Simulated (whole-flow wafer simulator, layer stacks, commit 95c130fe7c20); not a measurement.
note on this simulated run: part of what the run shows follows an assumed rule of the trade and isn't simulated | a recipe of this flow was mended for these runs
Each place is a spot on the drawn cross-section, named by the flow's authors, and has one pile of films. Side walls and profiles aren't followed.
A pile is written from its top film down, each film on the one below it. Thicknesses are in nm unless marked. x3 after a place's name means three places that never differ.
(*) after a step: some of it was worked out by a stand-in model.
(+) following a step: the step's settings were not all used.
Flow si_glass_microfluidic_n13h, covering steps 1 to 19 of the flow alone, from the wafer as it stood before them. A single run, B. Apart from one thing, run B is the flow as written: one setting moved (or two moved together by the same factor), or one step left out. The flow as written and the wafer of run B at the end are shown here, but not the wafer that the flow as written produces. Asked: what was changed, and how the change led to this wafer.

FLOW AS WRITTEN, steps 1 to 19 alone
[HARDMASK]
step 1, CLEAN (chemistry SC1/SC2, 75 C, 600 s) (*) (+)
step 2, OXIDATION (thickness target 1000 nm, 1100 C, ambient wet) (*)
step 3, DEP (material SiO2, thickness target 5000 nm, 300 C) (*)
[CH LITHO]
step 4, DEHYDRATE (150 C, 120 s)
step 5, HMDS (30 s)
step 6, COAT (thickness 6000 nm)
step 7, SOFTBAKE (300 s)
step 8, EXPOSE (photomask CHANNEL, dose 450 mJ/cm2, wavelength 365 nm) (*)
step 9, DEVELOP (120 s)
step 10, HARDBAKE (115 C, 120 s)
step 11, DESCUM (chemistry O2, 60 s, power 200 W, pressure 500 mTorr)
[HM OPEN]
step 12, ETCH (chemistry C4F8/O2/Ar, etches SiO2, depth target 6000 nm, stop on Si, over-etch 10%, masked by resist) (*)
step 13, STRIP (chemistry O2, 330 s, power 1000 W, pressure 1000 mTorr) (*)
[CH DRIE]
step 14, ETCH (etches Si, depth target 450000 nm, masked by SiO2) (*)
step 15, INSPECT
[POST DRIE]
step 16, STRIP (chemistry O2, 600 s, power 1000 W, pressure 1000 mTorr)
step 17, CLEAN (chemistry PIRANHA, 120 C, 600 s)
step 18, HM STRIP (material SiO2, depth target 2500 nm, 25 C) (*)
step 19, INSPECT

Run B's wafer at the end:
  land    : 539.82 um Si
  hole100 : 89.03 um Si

Cause: step 2, OXIDATION: 935 C was run, whereas the flow has 1100 C.

Step by step, how the change led to this:
  step 2, OXIDATION (thickness target 1000 nm, 1100 C, ambient wet) (*)
      land, hole100: +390 SiO2 (new film), -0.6 chemical SiO2 (all of it), -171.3 Si (as written it would have been: +1000 SiO2 (new film), -0.6 chemical SiO2 (all of it), -439.7 Si)
  step 12, ETCH (chemistry C4F8/O2/Ar, etches SiO2, depth target 6000 nm, stop on Si, over-etch 10%, masked by resist) (*)
      land: -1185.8 thick-i-line-resist (as written it would have been: -1320 thick-i-line-resist)
      hole100: -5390 SiO2 (all of it), -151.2 Si (as written it would have been: -6000 SiO2 (all of it), -75 Si)
  step 13, STRIP (chemistry O2, 330 s, power 1000 W, pressure 1000 mTorr) (*)
      land: -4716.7 thick-i-line-resist (all of it) (as written it would have been: -4582.5 thick-i-line-resist (all of it))
  step 18, HM STRIP (material SiO2, depth target 2500 nm, 25 C) (*)
      land: -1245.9 SiO2 (all of it) (as written it would have been: -1854.4 SiO2 (all of it))
